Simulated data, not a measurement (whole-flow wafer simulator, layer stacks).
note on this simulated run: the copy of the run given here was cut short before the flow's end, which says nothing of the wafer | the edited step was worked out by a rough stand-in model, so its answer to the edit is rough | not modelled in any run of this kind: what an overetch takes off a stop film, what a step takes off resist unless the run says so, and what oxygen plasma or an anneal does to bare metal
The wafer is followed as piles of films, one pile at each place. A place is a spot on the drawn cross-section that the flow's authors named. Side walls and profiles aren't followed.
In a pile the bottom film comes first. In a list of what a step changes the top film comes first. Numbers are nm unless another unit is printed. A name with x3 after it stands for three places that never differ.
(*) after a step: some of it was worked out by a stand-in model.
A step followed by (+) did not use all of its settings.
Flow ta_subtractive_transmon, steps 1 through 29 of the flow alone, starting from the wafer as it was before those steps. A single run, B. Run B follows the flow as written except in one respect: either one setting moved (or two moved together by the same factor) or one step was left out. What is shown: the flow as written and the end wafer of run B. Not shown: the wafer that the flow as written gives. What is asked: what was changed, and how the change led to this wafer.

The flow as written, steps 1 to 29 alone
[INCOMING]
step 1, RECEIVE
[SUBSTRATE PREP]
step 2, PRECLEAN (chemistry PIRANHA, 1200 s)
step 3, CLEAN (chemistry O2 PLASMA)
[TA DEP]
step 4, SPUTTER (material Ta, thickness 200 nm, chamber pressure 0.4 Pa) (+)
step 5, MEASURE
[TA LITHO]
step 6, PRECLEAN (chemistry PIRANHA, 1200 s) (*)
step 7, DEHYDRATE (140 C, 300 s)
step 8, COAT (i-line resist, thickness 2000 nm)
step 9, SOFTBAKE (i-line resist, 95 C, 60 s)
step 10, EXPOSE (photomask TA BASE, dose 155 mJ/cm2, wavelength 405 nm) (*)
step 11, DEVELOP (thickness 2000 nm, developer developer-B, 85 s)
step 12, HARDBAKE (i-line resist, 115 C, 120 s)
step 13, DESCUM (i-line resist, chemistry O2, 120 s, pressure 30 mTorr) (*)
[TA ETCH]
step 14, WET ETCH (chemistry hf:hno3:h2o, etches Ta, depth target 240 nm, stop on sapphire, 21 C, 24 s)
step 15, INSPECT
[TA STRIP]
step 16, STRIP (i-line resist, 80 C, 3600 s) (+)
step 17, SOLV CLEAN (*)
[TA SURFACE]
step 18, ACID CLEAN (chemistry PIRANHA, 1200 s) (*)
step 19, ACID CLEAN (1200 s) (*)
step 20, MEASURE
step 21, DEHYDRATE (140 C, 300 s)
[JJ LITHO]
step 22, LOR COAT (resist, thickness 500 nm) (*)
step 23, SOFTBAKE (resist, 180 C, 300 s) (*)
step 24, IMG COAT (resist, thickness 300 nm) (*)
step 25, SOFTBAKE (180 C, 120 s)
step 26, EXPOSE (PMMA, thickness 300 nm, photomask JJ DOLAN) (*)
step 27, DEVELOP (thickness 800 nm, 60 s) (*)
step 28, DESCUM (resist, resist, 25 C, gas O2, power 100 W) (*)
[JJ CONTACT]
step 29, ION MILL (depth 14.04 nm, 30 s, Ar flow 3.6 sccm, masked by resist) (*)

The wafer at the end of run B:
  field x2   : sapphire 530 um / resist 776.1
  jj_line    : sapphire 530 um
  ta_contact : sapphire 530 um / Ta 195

What caused this: step 29, ION MILL: depth 7.018 nm was run, whereas the flow has depth 14.04 nm; step 29, ION MILL: 15 s was run, where the flow has 30 s.

Step by step, how the change led to this:
  step 29, ION MILL (depth 14.04 nm, 30 s, Ar flow 3.6 sccm, masked by resist) (*)
      field x2, ta_pad: resist loses 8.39 (as written it would have been: resist loses 16.8)
      jj_line, lead: sapphire loses 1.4 (as written it would have been: sapphire loses 2.8)
      (as well as at 1 more place)
